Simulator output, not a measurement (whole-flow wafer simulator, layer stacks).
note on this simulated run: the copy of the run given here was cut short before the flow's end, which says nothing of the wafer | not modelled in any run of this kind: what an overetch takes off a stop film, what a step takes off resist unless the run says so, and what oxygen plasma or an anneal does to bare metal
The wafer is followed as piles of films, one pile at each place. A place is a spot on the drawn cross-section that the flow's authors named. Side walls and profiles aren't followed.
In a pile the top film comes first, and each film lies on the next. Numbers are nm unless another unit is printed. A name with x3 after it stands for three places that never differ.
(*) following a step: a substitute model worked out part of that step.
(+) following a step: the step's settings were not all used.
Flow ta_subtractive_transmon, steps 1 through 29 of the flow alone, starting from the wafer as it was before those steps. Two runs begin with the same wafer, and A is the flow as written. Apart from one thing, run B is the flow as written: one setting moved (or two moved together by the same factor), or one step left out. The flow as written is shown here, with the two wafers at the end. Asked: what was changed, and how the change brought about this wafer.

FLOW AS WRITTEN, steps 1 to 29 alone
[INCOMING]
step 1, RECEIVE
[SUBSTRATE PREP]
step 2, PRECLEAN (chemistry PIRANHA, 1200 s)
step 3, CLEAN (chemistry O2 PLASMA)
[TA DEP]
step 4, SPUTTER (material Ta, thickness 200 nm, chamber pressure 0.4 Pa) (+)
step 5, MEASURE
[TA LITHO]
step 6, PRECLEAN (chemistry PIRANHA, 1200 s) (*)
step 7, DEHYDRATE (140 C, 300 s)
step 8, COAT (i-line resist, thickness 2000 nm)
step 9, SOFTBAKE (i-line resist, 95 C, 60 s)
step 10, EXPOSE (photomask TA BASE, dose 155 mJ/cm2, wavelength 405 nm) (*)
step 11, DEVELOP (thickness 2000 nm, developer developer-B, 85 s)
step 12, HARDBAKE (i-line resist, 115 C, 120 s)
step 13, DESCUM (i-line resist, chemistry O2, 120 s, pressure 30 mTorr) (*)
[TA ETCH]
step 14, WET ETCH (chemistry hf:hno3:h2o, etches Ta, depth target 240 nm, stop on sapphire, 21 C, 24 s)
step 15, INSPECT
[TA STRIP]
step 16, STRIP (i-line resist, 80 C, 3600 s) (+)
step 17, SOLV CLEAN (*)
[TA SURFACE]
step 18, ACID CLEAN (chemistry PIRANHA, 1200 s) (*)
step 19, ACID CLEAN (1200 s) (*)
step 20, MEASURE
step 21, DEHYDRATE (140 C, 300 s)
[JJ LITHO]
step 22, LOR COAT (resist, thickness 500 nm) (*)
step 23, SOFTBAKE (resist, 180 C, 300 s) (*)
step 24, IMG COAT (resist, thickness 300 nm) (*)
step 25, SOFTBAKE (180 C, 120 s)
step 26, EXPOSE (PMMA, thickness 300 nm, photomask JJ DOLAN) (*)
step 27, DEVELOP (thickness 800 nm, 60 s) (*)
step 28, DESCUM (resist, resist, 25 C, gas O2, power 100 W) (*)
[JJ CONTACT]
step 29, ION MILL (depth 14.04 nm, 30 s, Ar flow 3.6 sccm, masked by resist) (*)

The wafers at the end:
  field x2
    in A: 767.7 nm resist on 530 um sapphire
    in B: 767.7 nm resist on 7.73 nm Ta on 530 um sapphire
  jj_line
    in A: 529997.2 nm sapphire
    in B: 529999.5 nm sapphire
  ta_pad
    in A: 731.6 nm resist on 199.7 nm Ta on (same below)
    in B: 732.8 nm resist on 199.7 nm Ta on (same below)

The reason: step 14, WET ETCH: 19.2 s was run, whereas the flow has 24 s.

The path from the change to this, step by step:
  step 14, WET ETCH (chemistry hf:hno3:h2o, etches Ta, depth target 240 nm, stop on sapphire, 21 C, 24 s)
      field x2, jj_line, lead: A -200 Ta (all of it) | B -192 Ta
  step 29, ION MILL (depth 14.04 nm, 30 s, Ar flow 3.6 sccm, masked by resist) (*)
      jj_line, lead: A -2.8 sapphire | B -7.73 Ta (all of it), -0.51 sapphire
Taking metal films that touch as one body, field x2 has 1 body; the flow as written gives 0 bodies.
